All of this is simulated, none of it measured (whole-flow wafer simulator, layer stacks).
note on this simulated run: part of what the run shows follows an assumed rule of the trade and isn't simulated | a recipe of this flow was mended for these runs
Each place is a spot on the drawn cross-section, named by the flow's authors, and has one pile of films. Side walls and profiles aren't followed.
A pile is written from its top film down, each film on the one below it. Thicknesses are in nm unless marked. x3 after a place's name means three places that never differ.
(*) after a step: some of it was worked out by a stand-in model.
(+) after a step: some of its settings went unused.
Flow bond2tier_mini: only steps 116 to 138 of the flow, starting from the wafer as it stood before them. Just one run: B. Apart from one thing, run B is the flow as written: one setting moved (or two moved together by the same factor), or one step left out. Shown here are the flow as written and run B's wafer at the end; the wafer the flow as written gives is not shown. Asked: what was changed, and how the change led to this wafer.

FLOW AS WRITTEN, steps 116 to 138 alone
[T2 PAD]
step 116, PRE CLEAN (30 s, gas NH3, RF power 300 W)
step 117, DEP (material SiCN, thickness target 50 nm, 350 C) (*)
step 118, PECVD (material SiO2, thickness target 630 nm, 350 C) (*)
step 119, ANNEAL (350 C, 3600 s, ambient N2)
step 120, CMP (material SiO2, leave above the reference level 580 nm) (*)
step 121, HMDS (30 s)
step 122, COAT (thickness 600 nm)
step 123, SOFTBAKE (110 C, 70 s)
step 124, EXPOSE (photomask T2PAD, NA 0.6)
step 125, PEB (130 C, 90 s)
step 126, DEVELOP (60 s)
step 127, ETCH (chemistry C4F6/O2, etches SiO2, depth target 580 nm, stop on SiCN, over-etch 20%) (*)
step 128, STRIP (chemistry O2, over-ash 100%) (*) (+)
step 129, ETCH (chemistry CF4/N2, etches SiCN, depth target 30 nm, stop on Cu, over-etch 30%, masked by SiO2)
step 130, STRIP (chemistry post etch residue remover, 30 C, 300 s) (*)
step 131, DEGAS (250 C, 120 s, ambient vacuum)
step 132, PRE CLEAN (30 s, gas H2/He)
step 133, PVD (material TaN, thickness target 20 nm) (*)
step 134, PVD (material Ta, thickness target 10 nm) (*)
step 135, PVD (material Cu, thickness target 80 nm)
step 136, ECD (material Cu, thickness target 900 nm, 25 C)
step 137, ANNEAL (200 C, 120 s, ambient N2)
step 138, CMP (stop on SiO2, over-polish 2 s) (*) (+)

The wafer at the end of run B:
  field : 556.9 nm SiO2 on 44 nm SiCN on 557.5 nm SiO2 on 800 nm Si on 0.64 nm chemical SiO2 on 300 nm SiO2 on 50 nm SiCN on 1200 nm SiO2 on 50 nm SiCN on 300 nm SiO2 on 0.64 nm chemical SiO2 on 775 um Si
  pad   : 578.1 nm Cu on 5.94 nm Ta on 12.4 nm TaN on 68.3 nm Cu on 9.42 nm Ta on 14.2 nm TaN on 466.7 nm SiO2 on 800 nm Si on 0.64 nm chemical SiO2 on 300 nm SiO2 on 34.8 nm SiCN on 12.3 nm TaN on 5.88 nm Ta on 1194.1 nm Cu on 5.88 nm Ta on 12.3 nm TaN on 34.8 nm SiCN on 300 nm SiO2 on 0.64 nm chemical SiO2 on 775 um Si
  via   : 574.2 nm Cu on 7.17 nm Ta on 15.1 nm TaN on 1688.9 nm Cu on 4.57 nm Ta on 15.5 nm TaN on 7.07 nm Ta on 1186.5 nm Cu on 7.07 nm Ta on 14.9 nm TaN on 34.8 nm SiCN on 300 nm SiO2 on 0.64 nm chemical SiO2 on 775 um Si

Cause: step 117, DEP: thickness target 44 nm was run, whereas the flow has thickness target 50 nm; step 127, ETCH: depth target 510.4 nm was run, where the flow has depth target 580 nm.
The wafer lets one read it off: field has SiCN 44, and step 117 as written asks for 50 nm.

How this came from the change, step by step:
  step 117, DEP (material SiCN, thickness target 50 nm, 350 C) (*)
      field, pad, via: SiCN gains 44 (new film) (as written it would have been: SiCN gains 50 (new film))
  step 127, ETCH (chemistry C4F6/O2, etches SiO2, depth target 580 nm, stop on SiCN, over-etch 20%) (*)
      pad, via: SiO2 loses 580 (all of it), SiCN loses 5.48 (as written it would have been: SiO2 loses 580 (all of it), SiCN loses 19.6)
      field: thick-KrF-resist loses 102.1 (as written it would have been: thick-KrF-resist loses 116)
  step 128, STRIP (chemistry O2, over-ash 100%) (*) (+)
      field: thick-KrF-resist loses 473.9 (all of it) (as written it would have been: thick-KrF-resist loses 459.9 (all of it))
  step 129, ETCH (chemistry CF4/N2, etches SiCN, depth target 30 nm, stop on Cu, over-etch 30%, masked by SiO2)
      pad: SiCN loses 38.5 (all of it) (as written it would have been: SiCN loses 30.4 (all of it), Cu loses 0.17)
      via: SiCN loses 38.5 (all of it), Cu loses 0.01 (as written it would have been: SiCN loses 30.4 (all of it), Cu loses 0.17)
